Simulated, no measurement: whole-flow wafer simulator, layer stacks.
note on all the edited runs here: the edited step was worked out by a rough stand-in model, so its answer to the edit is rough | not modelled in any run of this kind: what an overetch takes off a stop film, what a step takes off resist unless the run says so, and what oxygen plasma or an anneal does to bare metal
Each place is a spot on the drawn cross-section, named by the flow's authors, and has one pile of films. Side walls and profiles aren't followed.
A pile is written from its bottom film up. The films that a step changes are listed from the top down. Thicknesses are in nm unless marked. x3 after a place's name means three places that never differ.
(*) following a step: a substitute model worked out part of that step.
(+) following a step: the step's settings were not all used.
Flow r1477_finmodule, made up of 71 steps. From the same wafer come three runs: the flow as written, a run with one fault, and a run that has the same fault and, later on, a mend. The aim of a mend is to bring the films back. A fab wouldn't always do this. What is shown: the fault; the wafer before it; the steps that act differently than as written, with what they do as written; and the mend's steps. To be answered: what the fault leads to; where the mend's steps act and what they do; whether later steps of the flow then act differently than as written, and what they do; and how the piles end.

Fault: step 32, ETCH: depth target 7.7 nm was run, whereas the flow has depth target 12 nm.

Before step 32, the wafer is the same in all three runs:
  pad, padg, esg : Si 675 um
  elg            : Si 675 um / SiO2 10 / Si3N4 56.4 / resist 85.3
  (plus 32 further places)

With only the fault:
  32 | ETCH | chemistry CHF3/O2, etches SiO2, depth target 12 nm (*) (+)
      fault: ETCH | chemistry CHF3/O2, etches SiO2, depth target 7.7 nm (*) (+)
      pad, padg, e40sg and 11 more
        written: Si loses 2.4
        fault: Si loses 1.54
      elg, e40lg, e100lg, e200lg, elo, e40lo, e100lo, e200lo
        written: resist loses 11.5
        fault: resist loses 7.38
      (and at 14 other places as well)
  Later steps of the flow acting differently than as written (5 more steps, not shown, differ only slightly: by at most 2% or 0.5 nm, whichever is larger):
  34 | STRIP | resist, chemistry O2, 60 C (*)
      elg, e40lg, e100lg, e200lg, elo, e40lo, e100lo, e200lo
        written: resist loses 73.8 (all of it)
        fault: resist loses 77.9 (all of it)
  At the end the piles are close to the flow's at the places that both follow, differing by at most 2% or 0.5 nm, whichever is larger.

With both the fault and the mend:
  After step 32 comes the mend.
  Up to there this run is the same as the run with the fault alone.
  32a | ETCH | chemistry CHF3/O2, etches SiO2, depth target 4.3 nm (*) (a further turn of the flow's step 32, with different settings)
      pad, padg, e40sg and 11 more
        Si loses 0.86
      elg, e40lg, e100lg, e200lg, elo, e40lo, e100lo, e200lo
        resist loses 4.12
      s40sg_line, s45sg_line, s50sg_line, s40so_line, s45so_line, s50so_line
        SiO2 loses 4.3
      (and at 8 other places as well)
  None of the later steps of the flow differs from how it acts as written, at any place that is followed, by more than 2% or 0.5 nm, whichever is larger.
  At the end the piles are close to the flow's at the places that both follow, differing by at most 2% or 0.5 nm, whichever is larger.
